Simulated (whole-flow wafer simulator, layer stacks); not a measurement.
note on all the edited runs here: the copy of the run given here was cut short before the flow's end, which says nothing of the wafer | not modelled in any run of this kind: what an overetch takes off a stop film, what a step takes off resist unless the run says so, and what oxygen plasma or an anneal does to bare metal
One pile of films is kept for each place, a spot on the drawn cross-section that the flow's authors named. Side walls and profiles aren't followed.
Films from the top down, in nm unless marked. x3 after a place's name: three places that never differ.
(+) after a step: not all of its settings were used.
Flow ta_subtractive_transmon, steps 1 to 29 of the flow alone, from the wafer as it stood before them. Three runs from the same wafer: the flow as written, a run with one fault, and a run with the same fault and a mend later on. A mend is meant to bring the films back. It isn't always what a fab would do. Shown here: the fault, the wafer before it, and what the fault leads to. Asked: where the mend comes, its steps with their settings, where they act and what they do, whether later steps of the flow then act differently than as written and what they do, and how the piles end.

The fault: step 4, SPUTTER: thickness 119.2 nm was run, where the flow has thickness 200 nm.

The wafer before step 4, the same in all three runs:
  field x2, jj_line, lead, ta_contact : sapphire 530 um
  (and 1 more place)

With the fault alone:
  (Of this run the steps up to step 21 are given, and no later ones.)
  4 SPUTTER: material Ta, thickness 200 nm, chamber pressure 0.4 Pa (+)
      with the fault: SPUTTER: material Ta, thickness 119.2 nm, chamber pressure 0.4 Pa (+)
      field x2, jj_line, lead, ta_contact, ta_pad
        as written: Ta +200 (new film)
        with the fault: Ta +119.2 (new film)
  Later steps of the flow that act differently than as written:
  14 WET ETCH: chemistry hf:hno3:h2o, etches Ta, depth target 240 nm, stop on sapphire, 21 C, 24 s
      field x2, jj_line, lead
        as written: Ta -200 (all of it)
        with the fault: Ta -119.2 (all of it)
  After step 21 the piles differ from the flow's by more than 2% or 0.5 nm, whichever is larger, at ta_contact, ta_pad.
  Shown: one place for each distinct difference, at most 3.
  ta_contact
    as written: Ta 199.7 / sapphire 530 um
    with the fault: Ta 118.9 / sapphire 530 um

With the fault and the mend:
  The mend comes after step 5.
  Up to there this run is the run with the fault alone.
  5a WET ETCH: chemistry hf:hno3:h2o, etches Ta, depth target 137 nm, stop on sapphire, 21 C, 13.7 s
      field x2, jj_line, lead, ta_contact, ta_pad
        Ta -119.2 (all of it)
  5b SPUTTER: material Ta, thickness 200 nm, chamber pressure 0.4 Pa (+) (the flow's step 4 once more)
      field x2, jj_line, lead, ta_contact, ta_pad
        Ta +200 (new film)
  No later step of the flow acts differently than as written at any place that is followed.
  At the end the piles are the same as the flow's at every place that both follow.
